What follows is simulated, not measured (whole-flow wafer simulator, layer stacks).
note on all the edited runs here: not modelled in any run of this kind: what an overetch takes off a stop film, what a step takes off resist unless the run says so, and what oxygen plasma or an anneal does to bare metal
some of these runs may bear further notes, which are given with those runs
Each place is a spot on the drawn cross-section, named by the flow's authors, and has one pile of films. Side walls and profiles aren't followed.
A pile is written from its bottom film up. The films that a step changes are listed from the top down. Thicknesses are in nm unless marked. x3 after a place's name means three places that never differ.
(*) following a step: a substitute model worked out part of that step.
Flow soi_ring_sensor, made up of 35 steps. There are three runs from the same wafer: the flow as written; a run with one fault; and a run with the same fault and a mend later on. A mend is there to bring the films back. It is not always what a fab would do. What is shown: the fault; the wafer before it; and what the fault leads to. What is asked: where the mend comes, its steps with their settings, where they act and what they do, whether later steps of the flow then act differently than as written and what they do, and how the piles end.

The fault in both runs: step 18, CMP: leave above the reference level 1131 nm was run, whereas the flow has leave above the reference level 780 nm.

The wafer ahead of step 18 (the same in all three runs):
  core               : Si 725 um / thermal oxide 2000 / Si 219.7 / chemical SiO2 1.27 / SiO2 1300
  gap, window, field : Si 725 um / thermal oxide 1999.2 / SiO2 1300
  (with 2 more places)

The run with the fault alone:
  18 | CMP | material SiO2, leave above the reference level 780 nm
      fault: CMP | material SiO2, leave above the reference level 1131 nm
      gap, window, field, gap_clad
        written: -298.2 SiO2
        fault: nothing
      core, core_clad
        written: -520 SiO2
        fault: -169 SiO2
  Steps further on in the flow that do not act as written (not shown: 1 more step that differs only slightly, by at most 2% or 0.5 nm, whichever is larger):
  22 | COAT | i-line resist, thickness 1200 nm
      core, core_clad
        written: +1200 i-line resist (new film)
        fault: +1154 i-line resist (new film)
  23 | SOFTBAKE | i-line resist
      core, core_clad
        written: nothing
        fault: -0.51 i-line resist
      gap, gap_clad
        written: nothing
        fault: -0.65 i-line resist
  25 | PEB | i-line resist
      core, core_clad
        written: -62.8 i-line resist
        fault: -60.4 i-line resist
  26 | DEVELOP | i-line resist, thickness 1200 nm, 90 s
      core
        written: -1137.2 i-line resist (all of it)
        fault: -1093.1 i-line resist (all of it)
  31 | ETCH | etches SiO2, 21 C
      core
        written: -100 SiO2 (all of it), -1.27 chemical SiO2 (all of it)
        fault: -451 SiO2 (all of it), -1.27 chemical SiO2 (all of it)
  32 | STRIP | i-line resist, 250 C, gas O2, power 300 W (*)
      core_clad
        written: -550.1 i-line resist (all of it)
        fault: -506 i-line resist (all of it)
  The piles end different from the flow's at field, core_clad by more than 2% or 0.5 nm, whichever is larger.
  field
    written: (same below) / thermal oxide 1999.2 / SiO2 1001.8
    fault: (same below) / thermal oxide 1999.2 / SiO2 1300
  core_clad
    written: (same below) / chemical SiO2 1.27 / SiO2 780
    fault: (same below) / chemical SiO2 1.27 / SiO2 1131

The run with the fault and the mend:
  The mend follows step 27.
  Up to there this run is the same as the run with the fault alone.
  27a | STRIP | i-line resist, 250 C, gas O2, power 300 W (*)
      field
        -1137.7 i-line resist (all of it)
      core_clad
        -1093 i-line resist (all of it)
      gap_clad
        -1143.3 i-line resist (all of it)
  27b | CMP | material SiO2, leave above the reference level 780 nm (the flow's step 18, run once more)
      gap, window, field, gap_clad
        -298.2 SiO2
      core, core_clad
        -351 SiO2
  27c | HMDS | 120 C, 60 s (the flow's step 21, run once more)
      leaves every film unchanged at each place that is followed
  27d | COAT | i-line resist, thickness 1200 nm (the flow's step 22, run once more)
      core, gap, window, field, core_clad, gap_clad
        +1200 i-line resist (new film)
  27e | SOFTBAKE | i-line resist (the flow's step 23, run once more)
      leaves every film unchanged at each place that is followed
  27f | EXPOSE | photomask WINDOW, dose 101 mJ/cm2, NA 0.5, wavelength 365 nm (*) (the flow's step 24, run once more)
      leaves every film unchanged at each place that is followed
  27g | PEB | i-line resist (the flow's step 25, run once more)
      core, gap, window, field, core_clad, gap_clad
        -62.8 i-line resist
  27h | DEVELOP | i-line resist, thickness 1200 nm, 90 s (the flow's step 26, run once more)
      core, gap, window
        -1137.2 i-line resist (all of it)
      field, core_clad, gap_clad
        -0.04 i-line resist
  None of the later steps of the flow acts differently than as written at any place that is followed.
  The piles end the same as the flow's at every place that both follow.
